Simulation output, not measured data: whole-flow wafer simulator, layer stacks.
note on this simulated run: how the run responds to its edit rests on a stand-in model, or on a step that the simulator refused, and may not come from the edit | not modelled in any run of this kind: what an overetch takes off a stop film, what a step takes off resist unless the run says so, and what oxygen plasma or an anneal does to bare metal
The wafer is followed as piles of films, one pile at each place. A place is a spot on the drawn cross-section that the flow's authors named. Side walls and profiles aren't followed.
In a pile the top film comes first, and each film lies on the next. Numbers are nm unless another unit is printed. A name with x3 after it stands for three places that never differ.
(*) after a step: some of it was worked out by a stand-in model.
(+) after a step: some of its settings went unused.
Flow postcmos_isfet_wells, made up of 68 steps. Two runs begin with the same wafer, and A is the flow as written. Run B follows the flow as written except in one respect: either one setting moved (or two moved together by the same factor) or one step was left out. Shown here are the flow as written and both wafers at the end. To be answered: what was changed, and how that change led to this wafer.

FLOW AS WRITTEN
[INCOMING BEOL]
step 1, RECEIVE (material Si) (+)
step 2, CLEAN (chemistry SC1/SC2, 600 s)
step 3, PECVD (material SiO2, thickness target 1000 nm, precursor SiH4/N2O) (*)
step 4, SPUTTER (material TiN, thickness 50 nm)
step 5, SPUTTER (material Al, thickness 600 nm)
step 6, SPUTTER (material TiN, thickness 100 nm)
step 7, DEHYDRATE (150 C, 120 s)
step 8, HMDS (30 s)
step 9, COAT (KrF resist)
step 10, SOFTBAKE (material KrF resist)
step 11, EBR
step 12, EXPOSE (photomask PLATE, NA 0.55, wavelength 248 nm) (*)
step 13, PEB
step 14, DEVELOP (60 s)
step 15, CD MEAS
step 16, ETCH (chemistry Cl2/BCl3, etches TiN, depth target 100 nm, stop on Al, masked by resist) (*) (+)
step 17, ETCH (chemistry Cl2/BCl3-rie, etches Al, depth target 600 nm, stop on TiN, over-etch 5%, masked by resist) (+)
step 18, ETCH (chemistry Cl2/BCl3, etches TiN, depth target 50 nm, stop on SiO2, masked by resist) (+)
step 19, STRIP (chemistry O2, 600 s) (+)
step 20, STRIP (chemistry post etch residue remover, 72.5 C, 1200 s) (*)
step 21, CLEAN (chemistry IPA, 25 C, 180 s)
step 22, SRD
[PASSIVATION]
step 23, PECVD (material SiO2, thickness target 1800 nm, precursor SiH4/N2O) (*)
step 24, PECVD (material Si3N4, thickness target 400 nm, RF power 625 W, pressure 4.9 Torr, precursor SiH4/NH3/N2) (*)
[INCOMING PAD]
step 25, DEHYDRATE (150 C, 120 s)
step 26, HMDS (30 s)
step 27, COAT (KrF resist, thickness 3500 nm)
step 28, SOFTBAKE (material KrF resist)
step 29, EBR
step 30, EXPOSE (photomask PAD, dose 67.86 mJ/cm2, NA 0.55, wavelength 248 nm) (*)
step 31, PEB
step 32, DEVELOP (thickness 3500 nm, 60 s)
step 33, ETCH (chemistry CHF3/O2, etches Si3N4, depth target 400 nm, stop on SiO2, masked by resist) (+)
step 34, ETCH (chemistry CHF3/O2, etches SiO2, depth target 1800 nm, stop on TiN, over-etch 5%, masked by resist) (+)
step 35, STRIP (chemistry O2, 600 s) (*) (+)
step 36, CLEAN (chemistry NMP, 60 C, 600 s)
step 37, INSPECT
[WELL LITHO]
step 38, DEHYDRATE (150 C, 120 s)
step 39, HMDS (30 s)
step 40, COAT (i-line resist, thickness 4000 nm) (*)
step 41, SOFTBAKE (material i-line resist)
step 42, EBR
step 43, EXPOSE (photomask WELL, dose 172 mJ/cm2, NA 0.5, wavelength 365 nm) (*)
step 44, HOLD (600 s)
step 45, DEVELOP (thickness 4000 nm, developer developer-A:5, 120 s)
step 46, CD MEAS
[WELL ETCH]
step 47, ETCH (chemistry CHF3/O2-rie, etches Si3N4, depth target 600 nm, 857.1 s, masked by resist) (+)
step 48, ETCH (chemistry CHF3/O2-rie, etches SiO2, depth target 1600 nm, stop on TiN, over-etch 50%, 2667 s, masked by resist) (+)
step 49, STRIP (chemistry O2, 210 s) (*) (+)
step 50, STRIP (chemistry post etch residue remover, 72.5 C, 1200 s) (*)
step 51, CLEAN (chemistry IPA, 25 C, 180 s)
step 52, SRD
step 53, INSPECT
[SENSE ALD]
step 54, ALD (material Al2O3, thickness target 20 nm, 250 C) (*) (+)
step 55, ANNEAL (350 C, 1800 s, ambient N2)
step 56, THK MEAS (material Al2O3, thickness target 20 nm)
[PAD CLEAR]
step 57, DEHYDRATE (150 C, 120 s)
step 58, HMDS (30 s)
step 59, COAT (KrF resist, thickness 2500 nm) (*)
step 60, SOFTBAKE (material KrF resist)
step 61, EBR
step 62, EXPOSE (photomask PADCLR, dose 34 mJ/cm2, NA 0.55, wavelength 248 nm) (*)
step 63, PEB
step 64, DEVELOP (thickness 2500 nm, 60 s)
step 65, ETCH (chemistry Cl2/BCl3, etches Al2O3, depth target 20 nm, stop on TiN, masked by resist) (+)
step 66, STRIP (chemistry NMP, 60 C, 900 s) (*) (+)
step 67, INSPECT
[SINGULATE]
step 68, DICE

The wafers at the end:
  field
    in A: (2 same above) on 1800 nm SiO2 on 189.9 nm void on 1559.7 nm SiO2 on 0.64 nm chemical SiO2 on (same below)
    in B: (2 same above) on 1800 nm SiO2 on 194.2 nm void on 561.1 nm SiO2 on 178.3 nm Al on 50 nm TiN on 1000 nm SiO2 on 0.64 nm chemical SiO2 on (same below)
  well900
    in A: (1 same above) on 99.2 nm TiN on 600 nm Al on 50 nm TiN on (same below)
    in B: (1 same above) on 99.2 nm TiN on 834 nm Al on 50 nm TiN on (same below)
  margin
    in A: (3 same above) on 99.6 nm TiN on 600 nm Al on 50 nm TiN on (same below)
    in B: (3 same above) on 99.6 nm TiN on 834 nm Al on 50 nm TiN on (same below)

What caused this: step 5, SPUTTER: thickness 834 nm was run, whereas the flow has thickness 600 nm.
One can read it off the wafer: well900 has Al 834, and step 5 as written asks for 600 nm.

Step by step, how the change led to this:
  step 5, SPUTTER (material Al, thickness 600 nm)
      field, margin, well900, well1300 x3, pad_rim, pad_clr, pad_open: A +600 Al (new film) | B +834 Al (new film)
  step 17, ETCH (chemistry Cl2/BCl3-rie, etches Al, depth target 600 nm, stop on TiN, over-etch 5%, masked by resist) (+)
      field: A -600 Al (all of it) | B -600 Al
  step 18, ETCH (chemistry Cl2/BCl3, etches TiN, depth target 50 nm, stop on SiO2, masked by resist) (+)
      field: A -50 TiN (all of it) | B -50 Al
  step 20, STRIP (chemistry post etch residue remover, 72.5 C, 1200 s) (*)
      field: A nothing | B -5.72 Al
  step 23, PECVD (material SiO2, thickness target 1800 nm, precursor SiH4/N2O) (*)
      field: A +1800 SiO2 (new film), +189.9 void (new film), +559.7 SiO2 | B +1800 SiO2 (new film), +194.2 void (new film), +561.1 SiO2 (new film)
Taking metal films that touch as one body, field has 1 body; the flow as written gives 0 bodies.
